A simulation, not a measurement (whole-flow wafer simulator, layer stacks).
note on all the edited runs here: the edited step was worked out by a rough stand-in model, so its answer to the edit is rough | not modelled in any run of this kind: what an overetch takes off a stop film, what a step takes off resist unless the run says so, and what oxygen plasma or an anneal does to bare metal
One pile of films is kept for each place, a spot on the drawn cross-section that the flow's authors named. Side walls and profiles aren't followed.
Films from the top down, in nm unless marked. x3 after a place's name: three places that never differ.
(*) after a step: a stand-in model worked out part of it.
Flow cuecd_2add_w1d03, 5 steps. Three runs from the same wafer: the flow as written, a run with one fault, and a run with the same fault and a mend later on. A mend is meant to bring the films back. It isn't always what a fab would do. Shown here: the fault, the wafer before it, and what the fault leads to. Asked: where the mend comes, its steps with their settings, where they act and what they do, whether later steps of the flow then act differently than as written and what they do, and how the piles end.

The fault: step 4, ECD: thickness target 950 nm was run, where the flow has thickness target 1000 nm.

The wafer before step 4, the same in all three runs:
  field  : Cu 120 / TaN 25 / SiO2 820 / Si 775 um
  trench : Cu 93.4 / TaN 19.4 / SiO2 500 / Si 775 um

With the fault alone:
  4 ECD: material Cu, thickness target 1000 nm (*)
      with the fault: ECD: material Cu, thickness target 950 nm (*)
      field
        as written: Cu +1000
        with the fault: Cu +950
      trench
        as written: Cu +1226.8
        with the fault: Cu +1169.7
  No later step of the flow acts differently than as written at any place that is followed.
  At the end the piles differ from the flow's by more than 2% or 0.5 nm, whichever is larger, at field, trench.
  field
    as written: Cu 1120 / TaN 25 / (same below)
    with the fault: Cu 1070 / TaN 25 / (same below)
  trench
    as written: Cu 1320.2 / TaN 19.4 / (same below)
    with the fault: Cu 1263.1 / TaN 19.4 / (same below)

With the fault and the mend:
  The mend comes after step 5.
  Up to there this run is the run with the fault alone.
  5a ECD: material Cu, thickness target 50 nm (*) (the flow's step 4 once more, with other settings)
      field, trench
        Cu +50
  No later step of the flow acts differently than as written at any place that is followed.
  At the end the piles differ from the flow's only slightly at the places that both follow, by at most 2% or 0.5 nm, whichever is larger.
